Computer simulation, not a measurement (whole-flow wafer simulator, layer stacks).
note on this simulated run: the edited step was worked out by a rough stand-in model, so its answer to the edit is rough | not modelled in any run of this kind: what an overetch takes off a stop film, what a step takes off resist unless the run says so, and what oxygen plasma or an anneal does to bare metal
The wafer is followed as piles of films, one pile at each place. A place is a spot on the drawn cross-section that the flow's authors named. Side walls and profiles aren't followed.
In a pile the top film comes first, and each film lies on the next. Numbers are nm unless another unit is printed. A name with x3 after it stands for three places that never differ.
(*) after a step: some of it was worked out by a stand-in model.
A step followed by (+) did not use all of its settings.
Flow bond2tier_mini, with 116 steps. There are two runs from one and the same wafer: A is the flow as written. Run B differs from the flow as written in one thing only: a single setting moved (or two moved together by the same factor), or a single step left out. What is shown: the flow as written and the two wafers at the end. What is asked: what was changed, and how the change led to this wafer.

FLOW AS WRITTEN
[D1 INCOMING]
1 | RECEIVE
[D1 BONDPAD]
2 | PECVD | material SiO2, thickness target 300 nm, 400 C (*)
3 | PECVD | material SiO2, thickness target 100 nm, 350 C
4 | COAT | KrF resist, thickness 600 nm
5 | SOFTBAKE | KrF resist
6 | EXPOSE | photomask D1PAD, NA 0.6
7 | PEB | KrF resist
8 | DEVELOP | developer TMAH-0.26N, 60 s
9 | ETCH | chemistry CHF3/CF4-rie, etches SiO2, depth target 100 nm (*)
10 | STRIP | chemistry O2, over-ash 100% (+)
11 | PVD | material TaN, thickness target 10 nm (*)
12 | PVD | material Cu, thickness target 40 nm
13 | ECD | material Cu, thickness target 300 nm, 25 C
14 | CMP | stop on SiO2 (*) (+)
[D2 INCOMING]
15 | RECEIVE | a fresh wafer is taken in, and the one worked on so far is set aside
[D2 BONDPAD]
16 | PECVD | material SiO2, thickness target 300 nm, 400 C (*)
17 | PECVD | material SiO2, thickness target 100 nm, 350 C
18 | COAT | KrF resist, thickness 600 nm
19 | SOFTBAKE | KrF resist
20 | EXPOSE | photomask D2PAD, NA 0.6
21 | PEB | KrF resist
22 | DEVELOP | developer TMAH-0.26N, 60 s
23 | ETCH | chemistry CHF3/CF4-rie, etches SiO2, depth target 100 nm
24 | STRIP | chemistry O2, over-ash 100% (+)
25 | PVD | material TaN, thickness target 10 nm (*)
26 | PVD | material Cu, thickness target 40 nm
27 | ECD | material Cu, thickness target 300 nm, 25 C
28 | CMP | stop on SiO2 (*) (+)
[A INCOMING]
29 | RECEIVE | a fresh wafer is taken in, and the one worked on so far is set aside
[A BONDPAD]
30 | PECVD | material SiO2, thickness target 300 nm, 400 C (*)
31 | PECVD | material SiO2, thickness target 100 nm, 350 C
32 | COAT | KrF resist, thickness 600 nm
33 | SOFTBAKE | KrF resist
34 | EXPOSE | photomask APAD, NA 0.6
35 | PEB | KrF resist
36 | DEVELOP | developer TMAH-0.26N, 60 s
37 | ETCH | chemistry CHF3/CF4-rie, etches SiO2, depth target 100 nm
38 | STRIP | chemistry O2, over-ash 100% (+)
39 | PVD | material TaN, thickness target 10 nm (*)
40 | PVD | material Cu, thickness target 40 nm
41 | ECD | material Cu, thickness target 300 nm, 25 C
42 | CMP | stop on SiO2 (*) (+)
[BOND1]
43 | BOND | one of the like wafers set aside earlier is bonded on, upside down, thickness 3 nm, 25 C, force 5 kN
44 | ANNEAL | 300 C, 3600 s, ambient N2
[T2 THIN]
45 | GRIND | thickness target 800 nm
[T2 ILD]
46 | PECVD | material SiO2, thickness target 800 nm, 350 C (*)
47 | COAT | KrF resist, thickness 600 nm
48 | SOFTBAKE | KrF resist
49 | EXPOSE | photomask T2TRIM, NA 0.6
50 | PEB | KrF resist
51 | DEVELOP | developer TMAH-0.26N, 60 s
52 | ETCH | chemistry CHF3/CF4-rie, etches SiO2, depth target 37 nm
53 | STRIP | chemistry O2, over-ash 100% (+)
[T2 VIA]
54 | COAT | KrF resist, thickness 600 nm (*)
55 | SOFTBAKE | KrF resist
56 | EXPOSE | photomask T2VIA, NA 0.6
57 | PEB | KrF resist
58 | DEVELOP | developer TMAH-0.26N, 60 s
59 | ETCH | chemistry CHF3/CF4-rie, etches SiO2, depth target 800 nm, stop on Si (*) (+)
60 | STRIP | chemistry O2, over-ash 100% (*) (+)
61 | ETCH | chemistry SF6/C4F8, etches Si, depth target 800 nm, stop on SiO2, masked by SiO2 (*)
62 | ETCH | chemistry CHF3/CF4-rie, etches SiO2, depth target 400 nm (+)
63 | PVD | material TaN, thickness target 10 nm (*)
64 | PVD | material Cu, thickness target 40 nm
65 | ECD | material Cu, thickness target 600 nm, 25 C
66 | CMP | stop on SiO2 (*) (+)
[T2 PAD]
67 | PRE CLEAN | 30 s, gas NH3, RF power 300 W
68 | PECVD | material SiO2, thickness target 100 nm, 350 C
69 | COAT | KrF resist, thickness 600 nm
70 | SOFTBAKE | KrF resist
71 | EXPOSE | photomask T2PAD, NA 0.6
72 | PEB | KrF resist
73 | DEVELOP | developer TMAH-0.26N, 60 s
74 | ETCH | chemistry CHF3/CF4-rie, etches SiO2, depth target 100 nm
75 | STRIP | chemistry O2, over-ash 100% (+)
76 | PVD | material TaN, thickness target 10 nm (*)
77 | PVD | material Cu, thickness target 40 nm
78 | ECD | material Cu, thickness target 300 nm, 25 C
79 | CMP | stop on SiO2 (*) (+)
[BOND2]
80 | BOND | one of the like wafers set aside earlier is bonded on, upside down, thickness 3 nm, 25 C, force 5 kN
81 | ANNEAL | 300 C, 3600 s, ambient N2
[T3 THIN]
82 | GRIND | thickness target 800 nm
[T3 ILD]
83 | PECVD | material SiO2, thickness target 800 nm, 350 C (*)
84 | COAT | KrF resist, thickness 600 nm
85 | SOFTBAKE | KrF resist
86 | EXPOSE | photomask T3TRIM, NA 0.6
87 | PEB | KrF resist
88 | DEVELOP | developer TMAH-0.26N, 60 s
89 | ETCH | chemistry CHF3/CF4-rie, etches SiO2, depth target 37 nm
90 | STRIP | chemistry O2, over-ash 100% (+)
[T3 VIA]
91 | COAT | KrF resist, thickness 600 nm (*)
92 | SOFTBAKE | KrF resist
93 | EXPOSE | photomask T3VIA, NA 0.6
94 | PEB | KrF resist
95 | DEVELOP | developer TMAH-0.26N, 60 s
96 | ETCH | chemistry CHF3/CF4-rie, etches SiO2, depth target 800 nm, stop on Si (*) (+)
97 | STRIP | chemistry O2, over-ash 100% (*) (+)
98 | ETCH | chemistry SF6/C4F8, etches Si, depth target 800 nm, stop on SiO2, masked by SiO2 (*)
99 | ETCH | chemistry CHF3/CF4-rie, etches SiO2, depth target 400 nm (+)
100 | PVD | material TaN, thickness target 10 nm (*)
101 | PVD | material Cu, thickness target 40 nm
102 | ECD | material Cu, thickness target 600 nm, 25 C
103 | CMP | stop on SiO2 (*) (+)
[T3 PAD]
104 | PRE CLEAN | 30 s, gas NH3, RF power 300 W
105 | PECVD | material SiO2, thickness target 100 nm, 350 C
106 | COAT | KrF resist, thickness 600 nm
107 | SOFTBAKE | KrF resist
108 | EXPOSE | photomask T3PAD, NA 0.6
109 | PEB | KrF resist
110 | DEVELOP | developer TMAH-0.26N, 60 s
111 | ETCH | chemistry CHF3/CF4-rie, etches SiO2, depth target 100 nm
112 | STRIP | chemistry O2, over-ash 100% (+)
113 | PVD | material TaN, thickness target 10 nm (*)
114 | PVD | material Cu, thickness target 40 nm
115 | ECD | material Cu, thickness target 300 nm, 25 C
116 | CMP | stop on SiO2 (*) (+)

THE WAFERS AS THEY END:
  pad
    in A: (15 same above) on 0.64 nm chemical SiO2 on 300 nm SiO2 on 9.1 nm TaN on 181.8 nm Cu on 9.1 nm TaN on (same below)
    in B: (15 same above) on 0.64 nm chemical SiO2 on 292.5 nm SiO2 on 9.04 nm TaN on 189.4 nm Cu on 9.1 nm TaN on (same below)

Cause: step 9, ETCH: depth target 107.5 nm was run, though the flow has depth target 100 nm.

The path from the change to this, step by step:
  9 | ETCH | chemistry CHF3/CF4-rie, etches SiO2, depth target 100 nm (*)
      pad, via: A SiO2 loses 100 | B SiO2 loses 107.5
      field: A KrF resist loses 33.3 | B KrF resist loses 35.8
  43 | BOND | one of the like wafers set aside earlier is bonded on, upside down, thickness 3 nm, 25 C, force 5 kN
      pad: A Si gains 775 um (new film), chemical SiO2 gains 0.64 (new film), SiO2 gains 300 (new film), TaN gains 9.1 (new film), Cu gains 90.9 | B Si gains 775 um (new film), chemical SiO2 gains 0.64 (new film), SiO2 gains 292.5 (new film), TaN gains 9.04 (new film), Cu gains 98.5
      via: A Si gains 775 um (new film), chemical SiO2 gains 0.64 (new film), SiO2 gains 300 (new film), TaN gains 9.97 (new film), Cu gains 90 | B Si gains 775 um (new film), chemical SiO2 gains 0.64 (new film), SiO2 gains 292.5 (new film), TaN gains 9.97 (new film), Cu gains 97.5
